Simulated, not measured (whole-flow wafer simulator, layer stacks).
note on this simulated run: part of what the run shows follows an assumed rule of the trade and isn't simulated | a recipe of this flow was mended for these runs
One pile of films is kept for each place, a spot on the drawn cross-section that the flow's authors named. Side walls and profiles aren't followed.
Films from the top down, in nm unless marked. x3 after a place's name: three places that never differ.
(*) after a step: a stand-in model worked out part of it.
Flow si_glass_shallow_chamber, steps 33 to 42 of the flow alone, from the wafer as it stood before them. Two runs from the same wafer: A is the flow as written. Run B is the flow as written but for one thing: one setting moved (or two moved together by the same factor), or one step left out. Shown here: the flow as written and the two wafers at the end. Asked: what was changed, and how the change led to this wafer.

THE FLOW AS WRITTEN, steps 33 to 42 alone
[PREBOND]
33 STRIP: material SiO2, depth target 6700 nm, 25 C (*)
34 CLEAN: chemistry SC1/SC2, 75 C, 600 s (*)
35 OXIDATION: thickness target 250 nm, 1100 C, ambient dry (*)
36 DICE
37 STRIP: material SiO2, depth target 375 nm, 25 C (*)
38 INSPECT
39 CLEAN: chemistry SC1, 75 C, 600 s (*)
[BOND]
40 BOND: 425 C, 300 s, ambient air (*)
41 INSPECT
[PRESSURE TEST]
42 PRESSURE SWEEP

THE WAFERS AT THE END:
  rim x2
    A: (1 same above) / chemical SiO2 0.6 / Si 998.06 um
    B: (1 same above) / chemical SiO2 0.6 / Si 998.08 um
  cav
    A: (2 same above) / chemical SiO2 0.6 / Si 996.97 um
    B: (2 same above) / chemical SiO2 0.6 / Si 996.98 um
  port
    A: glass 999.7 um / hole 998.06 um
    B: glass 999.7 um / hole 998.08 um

The cause: step 35, OXIDATION: thickness target 221.9 nm was run, where the flow has thickness target 250 nm.

How the change led to this, step by step:
  35 OXIDATION: thickness target 250 nm, 1100 C, ambient dry (*)
      rim x2, cav, septum, ring: A SiO2 +250 (new film), chemical SiO2 -0.6 (all of it), Si -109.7 | B SiO2 +221.9 (new film), chemical SiO2 -0.6 (all of it), Si -97.4
  37 STRIP: material SiO2, depth target 375 nm, 25 C (*)
      rim x2, cav, septum, ring: A SiO2 -250 (all of it) | B SiO2 -221.9 (all of it)
